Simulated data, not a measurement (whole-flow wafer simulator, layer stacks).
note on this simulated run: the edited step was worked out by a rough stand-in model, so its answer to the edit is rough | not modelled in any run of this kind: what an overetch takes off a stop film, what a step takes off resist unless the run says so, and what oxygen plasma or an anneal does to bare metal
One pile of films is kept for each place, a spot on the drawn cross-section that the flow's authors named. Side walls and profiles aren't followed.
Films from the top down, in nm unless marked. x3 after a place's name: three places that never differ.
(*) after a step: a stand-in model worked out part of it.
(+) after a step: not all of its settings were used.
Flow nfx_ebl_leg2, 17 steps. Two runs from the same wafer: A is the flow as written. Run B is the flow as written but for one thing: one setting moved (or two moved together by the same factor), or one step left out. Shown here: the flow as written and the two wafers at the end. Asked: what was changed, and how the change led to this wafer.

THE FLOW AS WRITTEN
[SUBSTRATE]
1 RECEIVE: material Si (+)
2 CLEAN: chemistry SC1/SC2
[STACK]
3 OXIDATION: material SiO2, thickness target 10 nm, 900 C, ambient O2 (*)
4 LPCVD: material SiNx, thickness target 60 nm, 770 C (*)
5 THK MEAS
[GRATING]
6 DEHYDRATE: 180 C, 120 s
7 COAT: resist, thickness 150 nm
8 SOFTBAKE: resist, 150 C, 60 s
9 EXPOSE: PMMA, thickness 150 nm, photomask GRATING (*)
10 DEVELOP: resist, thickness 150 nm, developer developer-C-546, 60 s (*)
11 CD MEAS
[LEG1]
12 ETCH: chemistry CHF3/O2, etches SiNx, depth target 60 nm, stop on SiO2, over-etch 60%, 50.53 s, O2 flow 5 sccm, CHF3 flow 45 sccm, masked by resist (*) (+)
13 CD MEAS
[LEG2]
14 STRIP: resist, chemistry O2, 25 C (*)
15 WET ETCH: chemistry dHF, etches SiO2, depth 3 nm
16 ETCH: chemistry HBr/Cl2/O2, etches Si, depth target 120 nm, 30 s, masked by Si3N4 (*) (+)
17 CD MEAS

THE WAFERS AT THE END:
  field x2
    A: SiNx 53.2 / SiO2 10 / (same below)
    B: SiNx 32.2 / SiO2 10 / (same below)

The cause: step 4, LPCVD: thickness target 39 nm was run, where the flow has thickness target 60 nm.

How the change led to this, step by step:
  4 LPCVD: material SiNx, thickness target 60 nm, 770 C (*)
      field x2, pad x2: A SiNx +60 (new film) | B SiNx +39 (new film)
  12 ETCH: chemistry CHF3/O2, etches SiNx, depth target 60 nm, stop on SiO2, over-etch 60%, 50.53 s, O2 flow 5 sccm, CHF3 flow 45 sccm, masked by resist (*) (+)
      pad x2: A SiNx -60 (all of it), SiO2 -10 (all of it) | B SiNx -39 (all of it), SiO2 -10 (all of it)
